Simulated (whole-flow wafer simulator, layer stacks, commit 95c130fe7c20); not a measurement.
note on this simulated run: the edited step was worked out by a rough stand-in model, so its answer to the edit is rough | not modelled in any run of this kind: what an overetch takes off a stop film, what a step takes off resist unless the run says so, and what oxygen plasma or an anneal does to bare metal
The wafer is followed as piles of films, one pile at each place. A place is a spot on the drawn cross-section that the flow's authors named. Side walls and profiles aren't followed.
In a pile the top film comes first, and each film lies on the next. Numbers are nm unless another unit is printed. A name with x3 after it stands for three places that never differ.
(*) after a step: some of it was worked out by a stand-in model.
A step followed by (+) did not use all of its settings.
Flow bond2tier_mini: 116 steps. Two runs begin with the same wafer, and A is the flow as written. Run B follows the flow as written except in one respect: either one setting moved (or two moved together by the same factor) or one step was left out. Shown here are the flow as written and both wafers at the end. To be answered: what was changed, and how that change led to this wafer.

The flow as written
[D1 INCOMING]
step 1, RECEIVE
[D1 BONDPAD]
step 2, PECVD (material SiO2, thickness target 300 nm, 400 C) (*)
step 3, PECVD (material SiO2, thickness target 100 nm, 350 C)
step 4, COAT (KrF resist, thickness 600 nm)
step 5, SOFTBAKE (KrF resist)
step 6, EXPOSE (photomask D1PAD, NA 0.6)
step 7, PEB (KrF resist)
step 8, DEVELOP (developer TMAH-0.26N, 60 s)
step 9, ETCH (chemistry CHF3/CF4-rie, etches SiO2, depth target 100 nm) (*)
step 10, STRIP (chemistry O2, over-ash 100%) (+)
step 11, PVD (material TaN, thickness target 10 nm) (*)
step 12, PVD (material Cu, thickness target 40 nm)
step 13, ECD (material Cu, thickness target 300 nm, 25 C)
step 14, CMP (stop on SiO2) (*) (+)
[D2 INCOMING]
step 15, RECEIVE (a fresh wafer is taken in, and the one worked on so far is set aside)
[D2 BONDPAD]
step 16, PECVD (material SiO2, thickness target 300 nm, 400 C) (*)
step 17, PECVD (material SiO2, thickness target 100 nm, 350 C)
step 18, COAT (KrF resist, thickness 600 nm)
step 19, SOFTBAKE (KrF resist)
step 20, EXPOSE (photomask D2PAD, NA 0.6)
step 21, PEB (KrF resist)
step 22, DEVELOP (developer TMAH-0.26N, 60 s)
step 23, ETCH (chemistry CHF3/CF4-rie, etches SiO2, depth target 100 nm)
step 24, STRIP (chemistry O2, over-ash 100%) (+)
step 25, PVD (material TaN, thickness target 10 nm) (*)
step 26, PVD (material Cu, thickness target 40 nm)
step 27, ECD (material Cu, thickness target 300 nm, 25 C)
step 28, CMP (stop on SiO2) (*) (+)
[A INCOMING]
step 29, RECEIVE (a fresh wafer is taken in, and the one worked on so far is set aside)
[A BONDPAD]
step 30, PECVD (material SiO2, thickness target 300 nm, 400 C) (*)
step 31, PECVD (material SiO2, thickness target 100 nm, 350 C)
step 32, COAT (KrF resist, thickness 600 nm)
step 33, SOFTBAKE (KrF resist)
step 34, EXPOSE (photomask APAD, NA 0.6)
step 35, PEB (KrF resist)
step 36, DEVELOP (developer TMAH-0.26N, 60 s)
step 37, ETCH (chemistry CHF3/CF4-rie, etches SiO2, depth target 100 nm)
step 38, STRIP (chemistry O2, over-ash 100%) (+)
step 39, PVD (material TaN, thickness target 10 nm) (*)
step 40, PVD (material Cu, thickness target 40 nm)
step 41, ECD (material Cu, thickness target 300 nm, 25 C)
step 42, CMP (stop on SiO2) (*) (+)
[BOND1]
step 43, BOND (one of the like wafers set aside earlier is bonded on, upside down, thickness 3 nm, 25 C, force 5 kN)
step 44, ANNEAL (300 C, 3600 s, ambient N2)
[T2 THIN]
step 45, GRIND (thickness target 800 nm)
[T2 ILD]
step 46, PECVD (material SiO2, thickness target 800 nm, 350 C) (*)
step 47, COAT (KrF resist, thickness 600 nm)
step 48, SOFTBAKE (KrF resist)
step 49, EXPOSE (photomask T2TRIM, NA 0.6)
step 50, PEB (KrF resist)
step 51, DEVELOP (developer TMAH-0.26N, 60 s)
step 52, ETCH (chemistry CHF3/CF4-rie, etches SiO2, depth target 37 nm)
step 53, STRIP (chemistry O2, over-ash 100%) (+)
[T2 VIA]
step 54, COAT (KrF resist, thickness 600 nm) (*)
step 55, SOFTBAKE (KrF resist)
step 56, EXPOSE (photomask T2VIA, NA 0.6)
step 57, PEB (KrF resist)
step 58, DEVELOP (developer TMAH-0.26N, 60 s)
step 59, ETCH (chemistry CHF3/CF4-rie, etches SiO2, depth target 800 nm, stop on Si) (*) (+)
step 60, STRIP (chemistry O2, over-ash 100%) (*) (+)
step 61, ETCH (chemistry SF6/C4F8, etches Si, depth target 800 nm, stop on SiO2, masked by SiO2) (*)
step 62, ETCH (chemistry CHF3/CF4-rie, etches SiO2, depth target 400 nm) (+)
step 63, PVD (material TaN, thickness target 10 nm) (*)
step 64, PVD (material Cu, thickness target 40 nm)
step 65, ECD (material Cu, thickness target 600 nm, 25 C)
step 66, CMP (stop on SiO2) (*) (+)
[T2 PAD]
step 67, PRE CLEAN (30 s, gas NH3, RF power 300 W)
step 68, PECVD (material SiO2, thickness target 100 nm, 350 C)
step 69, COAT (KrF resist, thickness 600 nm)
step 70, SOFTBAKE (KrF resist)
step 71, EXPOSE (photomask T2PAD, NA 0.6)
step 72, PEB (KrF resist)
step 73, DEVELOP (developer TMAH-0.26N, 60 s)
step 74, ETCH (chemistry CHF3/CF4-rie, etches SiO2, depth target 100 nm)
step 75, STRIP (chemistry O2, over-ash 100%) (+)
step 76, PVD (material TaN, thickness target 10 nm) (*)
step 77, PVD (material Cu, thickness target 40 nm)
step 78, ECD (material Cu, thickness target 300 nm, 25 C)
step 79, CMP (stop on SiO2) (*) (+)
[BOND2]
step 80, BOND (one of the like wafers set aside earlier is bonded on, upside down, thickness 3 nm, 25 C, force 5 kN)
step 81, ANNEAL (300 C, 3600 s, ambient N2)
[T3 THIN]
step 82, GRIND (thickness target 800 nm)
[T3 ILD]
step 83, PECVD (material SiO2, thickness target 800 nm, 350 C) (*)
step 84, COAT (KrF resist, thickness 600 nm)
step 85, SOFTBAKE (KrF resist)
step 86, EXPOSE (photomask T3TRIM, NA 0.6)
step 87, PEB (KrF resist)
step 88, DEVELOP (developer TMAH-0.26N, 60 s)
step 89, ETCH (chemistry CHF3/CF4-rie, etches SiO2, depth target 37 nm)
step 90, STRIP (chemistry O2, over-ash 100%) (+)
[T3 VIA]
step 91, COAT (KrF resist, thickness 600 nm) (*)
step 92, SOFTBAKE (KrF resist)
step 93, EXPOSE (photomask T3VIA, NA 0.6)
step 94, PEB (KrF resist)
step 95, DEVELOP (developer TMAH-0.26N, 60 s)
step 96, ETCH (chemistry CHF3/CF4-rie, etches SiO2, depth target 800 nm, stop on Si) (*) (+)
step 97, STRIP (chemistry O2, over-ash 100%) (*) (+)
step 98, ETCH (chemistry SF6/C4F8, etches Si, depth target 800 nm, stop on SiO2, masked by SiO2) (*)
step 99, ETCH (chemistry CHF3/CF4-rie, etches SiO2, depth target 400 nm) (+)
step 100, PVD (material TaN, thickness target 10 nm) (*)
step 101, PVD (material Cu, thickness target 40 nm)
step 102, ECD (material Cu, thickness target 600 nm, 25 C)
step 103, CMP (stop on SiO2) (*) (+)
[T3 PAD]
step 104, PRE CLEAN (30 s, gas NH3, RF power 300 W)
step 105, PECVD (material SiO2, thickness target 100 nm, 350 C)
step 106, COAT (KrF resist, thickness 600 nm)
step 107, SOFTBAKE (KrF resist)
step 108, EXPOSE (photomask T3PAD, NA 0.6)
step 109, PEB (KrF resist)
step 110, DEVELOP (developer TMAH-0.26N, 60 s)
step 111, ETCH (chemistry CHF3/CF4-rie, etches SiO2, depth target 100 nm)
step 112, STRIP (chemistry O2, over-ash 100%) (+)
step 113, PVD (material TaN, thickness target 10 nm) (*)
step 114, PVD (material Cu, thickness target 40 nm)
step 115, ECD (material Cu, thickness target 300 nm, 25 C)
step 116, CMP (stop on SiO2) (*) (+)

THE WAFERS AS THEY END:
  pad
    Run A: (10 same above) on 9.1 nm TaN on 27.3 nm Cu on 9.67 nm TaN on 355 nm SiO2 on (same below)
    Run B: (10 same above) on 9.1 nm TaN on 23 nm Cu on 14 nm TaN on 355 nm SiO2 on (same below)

What caused this: step 63, PVD: thickness target 14.5 nm was run, whereas the flow has thickness target 10 nm.

Step by step, how the change led to this:
  step 63, PVD (material TaN, thickness target 10 nm) (*)
      field: A +10 TaN (new film) | B +14.5 TaN (new film)
      pad: A +9.67 TaN (new film) | B +14 TaN (new film)
  step 66, CMP (stop on SiO2) (*) (+)
      field: A -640 Cu (all of it), -10 TaN (all of it) | B -640 Cu (all of it), -14.5 TaN (all of it)
